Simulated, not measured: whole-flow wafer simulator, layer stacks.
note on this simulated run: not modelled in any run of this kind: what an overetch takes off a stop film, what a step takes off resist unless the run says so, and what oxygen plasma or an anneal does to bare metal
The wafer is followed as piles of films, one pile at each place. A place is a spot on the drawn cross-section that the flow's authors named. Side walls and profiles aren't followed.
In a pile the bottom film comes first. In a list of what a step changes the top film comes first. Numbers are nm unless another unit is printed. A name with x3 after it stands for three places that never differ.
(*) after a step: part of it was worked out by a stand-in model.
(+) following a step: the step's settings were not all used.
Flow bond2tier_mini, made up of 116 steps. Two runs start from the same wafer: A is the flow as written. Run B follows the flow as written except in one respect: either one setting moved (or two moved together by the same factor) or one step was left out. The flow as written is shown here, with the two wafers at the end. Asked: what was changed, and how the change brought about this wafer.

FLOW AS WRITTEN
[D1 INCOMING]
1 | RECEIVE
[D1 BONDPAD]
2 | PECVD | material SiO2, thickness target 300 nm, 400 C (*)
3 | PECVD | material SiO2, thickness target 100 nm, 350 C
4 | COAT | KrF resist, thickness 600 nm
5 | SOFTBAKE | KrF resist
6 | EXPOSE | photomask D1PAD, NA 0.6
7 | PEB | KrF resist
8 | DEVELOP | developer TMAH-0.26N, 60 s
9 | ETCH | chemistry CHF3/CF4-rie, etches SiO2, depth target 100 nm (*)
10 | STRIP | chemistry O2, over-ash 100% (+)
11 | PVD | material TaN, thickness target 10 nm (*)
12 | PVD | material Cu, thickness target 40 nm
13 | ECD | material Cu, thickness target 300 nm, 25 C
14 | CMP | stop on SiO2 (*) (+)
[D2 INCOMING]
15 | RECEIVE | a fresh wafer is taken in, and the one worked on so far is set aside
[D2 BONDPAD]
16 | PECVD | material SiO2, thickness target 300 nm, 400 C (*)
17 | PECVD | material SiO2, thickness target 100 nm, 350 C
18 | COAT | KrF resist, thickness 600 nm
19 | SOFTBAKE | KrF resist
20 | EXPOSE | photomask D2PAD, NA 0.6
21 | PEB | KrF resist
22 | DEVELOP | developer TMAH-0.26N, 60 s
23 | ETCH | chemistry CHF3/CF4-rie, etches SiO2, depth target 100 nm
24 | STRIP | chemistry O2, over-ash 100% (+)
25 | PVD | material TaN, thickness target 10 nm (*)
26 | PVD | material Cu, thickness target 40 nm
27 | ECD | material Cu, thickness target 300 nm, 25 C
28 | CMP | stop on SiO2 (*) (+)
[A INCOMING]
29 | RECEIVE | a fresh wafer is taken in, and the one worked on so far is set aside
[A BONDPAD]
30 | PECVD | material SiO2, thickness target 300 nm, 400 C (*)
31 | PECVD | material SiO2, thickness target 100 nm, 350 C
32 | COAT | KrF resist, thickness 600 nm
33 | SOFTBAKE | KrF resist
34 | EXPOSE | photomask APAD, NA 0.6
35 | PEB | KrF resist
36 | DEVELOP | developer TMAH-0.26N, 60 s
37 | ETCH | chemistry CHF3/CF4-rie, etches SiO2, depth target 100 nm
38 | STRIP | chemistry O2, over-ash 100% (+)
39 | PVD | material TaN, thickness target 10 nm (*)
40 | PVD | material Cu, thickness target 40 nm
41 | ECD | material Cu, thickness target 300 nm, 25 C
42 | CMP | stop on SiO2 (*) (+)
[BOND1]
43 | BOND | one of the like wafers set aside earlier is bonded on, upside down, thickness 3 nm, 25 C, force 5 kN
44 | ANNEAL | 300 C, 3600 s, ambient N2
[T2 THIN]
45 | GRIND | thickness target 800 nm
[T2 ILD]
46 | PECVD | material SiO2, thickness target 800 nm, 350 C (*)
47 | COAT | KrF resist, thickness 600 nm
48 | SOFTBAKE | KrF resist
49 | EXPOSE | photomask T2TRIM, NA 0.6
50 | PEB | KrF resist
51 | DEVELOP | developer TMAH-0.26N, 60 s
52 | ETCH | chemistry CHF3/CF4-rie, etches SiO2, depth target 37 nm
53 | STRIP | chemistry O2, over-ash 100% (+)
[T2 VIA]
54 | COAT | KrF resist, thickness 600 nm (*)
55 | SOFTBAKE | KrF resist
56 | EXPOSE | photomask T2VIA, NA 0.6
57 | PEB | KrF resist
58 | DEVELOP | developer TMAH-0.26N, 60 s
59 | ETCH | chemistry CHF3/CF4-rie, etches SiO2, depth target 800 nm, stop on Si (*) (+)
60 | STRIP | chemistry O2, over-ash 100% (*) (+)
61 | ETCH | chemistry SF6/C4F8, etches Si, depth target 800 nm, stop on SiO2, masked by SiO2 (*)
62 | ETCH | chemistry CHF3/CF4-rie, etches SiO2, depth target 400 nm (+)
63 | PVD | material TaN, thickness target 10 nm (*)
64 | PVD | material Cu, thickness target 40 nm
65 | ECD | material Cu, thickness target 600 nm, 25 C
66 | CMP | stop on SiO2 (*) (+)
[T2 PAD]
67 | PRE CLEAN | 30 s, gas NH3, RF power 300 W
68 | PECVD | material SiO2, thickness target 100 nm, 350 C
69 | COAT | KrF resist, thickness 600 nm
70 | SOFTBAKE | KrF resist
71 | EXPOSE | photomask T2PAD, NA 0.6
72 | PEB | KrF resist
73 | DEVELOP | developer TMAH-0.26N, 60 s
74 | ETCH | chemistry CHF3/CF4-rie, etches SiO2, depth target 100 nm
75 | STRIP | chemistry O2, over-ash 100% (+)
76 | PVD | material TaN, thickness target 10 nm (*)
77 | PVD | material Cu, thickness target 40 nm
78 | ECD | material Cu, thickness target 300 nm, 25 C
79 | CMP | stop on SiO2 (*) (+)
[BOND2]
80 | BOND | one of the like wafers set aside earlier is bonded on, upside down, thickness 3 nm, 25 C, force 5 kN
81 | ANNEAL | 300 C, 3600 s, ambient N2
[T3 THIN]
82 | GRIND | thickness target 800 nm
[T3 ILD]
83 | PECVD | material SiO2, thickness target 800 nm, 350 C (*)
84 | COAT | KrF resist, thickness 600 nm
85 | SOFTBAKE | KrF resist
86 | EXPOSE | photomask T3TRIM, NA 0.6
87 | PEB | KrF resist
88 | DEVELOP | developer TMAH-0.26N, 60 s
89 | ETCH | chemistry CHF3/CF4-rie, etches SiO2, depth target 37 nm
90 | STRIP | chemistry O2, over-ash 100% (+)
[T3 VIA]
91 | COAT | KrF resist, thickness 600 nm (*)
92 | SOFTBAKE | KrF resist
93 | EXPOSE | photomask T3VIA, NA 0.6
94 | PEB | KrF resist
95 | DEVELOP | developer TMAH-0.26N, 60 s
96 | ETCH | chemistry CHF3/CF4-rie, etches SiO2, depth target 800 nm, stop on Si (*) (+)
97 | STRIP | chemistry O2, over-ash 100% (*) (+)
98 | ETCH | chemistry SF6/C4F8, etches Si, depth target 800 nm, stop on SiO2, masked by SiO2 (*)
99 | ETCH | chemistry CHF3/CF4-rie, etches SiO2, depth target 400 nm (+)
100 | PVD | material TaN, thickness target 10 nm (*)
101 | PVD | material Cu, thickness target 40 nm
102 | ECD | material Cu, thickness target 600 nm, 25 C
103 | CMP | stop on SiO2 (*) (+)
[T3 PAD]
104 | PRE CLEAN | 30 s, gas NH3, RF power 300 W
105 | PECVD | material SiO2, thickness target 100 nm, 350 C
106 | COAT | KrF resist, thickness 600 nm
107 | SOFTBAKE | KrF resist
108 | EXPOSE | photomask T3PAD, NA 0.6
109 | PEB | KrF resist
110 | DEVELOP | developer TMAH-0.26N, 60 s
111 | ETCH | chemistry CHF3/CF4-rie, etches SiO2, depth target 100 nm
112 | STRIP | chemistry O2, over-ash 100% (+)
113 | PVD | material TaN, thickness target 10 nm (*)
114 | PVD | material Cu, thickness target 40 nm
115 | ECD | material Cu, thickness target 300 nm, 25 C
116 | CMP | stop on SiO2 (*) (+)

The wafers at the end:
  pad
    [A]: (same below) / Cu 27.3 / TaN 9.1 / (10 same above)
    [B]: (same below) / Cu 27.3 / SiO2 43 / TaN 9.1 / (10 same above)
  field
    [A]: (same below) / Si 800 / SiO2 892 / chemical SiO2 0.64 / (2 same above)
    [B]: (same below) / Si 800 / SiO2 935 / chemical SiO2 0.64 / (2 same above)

The reason: step 68, PECVD: thickness target 143 nm was run, though the flow has thickness target 100 nm.

Step by step, how the change led to this:
  68 | PECVD | material SiO2, thickness target 100 nm, 350 C
      field: A SiO2 gains 100 | B SiO2 gains 143
      pad: A SiO2 gains 100 (new film) | B SiO2 gains 143 (new film)
  74 | ETCH | chemistry CHF3/CF4-rie, etches SiO2, depth target 100 nm
      pad: A SiO2 loses 100 (all of it) | B SiO2 loses 100
If metal films that touch count as one body, pad has 4 bodies (between them, from the top down: SiO2 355 / Si 800 / chemical SiO2 0.64 / SiO2 300; SiO2 43; SiO2 355 / Si 800 / chemical SiO2 0.64 / SiO2 300); the flow as written gives 3 bodies (between them, from the top down: SiO2 355 / Si 800 / chemical SiO2 0.64 / SiO2 300; SiO2 355 / Si 800 / chemical SiO2 0.64 / SiO2 300).
